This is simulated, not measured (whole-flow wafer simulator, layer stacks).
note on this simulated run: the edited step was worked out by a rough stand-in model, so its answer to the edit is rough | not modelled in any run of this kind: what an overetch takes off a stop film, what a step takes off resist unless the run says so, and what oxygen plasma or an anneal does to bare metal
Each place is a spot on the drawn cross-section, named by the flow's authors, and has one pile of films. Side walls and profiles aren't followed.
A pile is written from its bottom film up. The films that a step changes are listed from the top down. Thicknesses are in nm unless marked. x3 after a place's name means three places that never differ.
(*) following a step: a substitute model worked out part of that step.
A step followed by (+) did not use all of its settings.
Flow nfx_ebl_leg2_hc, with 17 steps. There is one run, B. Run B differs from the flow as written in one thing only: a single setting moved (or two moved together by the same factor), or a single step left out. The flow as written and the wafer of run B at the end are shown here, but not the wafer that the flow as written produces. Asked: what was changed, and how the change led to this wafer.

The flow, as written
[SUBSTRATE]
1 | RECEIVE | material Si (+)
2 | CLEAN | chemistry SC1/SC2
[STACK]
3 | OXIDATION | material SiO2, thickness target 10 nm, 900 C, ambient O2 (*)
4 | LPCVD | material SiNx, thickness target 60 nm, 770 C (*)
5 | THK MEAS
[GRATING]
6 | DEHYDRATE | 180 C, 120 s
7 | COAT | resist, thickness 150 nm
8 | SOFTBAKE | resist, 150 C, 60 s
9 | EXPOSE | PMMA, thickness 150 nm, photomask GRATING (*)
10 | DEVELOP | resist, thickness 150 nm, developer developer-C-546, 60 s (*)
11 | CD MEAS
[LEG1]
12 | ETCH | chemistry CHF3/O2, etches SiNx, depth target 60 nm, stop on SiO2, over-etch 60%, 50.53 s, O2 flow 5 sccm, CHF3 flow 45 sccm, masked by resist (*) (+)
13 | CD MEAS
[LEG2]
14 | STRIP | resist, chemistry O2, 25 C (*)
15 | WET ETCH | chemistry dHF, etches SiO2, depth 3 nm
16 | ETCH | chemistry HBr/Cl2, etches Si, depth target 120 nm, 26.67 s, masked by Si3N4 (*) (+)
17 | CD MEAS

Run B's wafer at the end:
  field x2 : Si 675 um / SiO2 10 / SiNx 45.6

Cause: step 4, LPCVD: thickness target 57 nm was run, while the flow as written has thickness target 60 nm.

Step by step, how the change led to this:
  4 | LPCVD | material SiNx, thickness target 60 nm, 770 C (*)
      field x2, pad x2: SiNx gains 57 (new film) (in the flow as written it would be: SiNx gains 60 (new film))
  12 | ETCH | chemistry CHF3/O2, etches SiNx, depth target 60 nm, stop on SiO2, over-etch 60%, 50.53 s, O2 flow 5 sccm, CHF3 flow 45 sccm, masked by resist (*) (+)
      pad x2: SiNx loses 57 (all of it), SiO2 loses 10 (all of it) (in the flow as written it would be: SiNx loses 60 (all of it), SiO2 loses 10 (all of it))
